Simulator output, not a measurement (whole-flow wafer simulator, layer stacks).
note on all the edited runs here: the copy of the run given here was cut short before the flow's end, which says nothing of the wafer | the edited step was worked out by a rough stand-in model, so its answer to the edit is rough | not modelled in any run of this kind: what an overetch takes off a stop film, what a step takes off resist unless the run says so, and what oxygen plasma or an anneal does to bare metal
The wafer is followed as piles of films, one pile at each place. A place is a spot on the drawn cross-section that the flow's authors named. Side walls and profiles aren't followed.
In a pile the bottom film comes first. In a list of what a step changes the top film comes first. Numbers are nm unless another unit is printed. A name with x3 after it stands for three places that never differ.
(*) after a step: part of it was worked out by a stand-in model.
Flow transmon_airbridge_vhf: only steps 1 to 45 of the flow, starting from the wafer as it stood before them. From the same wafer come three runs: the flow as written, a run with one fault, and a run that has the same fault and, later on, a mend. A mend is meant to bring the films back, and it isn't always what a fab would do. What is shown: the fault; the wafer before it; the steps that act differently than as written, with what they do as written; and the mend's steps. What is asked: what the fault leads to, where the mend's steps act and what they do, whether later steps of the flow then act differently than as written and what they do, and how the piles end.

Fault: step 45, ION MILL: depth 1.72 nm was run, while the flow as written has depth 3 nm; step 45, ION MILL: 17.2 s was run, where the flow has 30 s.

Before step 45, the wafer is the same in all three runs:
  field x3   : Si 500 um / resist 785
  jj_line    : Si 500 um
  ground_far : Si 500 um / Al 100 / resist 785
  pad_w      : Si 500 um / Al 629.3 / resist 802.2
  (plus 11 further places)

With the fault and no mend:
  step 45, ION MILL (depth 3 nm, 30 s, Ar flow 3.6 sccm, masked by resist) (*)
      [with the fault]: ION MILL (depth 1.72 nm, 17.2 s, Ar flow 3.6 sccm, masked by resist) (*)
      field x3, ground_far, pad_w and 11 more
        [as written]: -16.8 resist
        [with the fault]: -9.62 resist
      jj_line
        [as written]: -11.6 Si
        [with the fault]: -6.67 Si
  Every later step of the flow that is run acts as written at every place that is followed.
  When the end is reached, the piles differ only a little from the flow's at the places that both follow, at most by 2% or 0.5 nm, whichever is larger.

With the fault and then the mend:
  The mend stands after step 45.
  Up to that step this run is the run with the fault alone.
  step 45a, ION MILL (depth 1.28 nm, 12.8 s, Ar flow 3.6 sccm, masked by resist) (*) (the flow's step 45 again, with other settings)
      field x3, ground_far, pad_w and 11 more
        -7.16 resist
      jj_line
        -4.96 Si
  Every later step of the flow that is run acts as written at every place that is followed.
  The piles end the same as the flow's at every place that both follow.
